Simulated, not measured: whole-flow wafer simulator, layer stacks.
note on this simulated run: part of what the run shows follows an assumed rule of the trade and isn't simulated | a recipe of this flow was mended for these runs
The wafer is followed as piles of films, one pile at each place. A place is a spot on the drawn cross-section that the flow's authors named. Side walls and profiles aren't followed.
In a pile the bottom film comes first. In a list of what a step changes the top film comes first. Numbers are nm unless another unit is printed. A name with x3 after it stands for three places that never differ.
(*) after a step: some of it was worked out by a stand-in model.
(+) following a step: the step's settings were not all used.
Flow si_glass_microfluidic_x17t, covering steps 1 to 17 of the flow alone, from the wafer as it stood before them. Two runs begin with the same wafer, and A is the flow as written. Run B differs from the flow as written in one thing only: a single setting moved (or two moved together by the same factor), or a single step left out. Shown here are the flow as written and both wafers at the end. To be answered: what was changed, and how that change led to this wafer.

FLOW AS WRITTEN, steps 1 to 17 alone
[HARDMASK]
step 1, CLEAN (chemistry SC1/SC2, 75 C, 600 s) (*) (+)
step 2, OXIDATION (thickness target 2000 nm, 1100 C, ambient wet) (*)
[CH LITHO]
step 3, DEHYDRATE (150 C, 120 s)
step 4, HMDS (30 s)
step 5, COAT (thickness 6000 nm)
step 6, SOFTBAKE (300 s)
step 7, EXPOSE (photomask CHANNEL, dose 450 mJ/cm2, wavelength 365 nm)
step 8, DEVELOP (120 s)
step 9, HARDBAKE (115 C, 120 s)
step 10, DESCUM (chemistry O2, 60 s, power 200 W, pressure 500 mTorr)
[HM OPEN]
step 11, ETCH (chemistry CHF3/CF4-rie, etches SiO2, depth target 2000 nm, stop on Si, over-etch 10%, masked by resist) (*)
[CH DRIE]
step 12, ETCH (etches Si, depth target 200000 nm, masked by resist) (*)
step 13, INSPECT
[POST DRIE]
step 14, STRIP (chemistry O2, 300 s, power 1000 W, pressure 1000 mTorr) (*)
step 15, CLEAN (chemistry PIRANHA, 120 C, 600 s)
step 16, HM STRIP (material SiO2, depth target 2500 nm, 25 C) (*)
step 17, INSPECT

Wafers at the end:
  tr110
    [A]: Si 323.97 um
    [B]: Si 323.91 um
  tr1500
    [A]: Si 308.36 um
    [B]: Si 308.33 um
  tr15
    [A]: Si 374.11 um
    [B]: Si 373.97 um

The reason: step 11, ETCH: depth target 2720 nm was run, while the flow as written has depth target 2000 nm.

Step by step, how the change led to this:
  step 11, ETCH (chemistry CHF3/CF4-rie, etches SiO2, depth target 2000 nm, stop on Si, over-etch 10%, masked by resist) (*)
      tr110, tr1500, tr15: A -2000 SiO2 (all of it), -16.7 Si | B -2000 SiO2 (all of it), -82.7 Si
      land: A -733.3 thick-i-line-resist | B -997.3 thick-i-line-resist
  step 12, ETCH (etches Si, depth target 200000 nm, masked by resist) (*)
      tr1500: A -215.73 um Si | B -215.7 um Si
      tr15: A -149.99 um Si | B -150.06 um Si
  step 14, STRIP (chemistry O2, 300 s, power 1000 W, pressure 1000 mTorr) (*)
      land: A -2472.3 thick-i-line-resist (all of it) | B -2208.7 thick-i-line-resist (all of it)
